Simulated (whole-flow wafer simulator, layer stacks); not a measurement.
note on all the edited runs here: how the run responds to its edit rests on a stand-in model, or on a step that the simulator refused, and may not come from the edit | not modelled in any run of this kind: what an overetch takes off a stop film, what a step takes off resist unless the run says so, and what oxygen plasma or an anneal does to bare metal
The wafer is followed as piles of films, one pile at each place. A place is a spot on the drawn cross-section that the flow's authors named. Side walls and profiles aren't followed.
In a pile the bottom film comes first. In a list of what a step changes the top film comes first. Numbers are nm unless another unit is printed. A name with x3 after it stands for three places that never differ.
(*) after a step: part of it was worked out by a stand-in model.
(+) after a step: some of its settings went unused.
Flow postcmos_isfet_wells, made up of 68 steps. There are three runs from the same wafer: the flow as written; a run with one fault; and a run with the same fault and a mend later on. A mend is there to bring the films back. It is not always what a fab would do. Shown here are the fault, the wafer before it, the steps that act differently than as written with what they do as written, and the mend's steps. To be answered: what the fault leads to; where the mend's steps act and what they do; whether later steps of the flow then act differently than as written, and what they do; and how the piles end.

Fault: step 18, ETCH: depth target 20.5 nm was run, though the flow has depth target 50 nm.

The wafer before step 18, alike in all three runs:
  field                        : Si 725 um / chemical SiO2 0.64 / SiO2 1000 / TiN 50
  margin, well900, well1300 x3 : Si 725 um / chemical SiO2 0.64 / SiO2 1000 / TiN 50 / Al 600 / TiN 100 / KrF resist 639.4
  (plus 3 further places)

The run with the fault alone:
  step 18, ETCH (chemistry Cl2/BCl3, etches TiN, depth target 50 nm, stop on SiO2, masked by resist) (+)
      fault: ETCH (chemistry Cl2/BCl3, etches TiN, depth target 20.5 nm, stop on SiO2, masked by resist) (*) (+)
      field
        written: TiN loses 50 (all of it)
        fault: TiN loses 20.5
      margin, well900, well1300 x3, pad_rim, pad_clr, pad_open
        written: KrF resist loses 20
        fault: KrF resist loses 8.2
  Steps later in the flow that act otherwise than as written (2 more steps, not shown, differ only slightly: by at most 2% or 0.5 nm, whichever is larger):
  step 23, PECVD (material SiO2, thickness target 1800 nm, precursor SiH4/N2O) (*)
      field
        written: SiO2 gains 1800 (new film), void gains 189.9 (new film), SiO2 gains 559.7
        fault: SiO2 gains 1800 (new film), void gains 168.1 (new film), SiO2 gains 552.4 (new film)
  By the end, the piles at field depart from the flow's by more than 2% or 0.5 nm, whichever is larger.
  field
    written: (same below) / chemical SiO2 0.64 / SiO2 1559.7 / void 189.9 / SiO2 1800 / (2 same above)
    fault: (same below) / chemical SiO2 0.64 / SiO2 1000 / TiN 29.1 / SiO2 552.4 / void 168.1 / SiO2 1800 / (2 same above)

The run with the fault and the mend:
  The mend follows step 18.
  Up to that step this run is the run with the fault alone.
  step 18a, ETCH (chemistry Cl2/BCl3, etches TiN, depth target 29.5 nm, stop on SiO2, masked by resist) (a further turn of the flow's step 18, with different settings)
      margin, well900, well1300 x3, pad_rim, pad_clr, pad_open
        KrF resist loses 11.8
      field
        TiN loses 29.5 (all of it)
  None of the later steps of the flow acts differently than as written at any place that is followed.
  By the end, the piles equal the flow's at every place that both follow.
